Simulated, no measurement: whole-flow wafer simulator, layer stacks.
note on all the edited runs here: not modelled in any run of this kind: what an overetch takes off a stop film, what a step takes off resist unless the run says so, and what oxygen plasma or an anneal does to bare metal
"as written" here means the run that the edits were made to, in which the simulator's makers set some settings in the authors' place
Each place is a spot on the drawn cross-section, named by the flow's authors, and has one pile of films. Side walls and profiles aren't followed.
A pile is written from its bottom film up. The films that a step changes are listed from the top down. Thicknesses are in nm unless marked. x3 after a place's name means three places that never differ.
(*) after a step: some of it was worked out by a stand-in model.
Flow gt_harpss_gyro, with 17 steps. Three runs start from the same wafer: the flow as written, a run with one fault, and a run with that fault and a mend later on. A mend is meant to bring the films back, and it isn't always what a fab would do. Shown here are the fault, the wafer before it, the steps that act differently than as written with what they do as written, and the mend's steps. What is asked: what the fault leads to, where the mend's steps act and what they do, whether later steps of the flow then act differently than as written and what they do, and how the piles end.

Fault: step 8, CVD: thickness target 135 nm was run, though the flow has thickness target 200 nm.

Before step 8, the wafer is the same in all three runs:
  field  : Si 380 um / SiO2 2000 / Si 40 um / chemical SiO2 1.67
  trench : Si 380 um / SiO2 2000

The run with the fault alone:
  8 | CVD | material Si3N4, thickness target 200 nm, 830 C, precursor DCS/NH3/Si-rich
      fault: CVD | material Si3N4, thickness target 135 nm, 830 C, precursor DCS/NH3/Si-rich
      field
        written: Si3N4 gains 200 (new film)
        fault: Si3N4 gains 135 (new film)
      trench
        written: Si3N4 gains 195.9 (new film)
        fault: Si3N4 gains 132.4 (new film)
  Steps later in the flow that act otherwise than as written:
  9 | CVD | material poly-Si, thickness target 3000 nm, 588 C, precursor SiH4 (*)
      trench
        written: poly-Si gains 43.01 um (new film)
        fault: poly-Si gains 43 um (new film)
  By the end, the piles at field, trench depart from the flow's by more than 2% or 0.5 nm, whichever is larger.
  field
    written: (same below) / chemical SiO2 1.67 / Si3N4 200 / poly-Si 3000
    fault: (same below) / chemical SiO2 1.67 / Si3N4 135 / poly-Si 3000
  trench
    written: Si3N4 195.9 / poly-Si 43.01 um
    fault: Si3N4 132.4 / poly-Si 43 um

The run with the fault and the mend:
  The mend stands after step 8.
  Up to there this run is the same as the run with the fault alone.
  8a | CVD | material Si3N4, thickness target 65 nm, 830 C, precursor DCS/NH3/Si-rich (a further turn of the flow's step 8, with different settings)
      field
        Si3N4 gains 65
      trench
        Si3N4 gains 63.4
  Later steps of the flow that are run all act as written at every place that is followed.
  When the end is reached, the piles differ only a little from the flow's at the places that both follow, at most by 2% or 0.5 nm, whichever is larger.
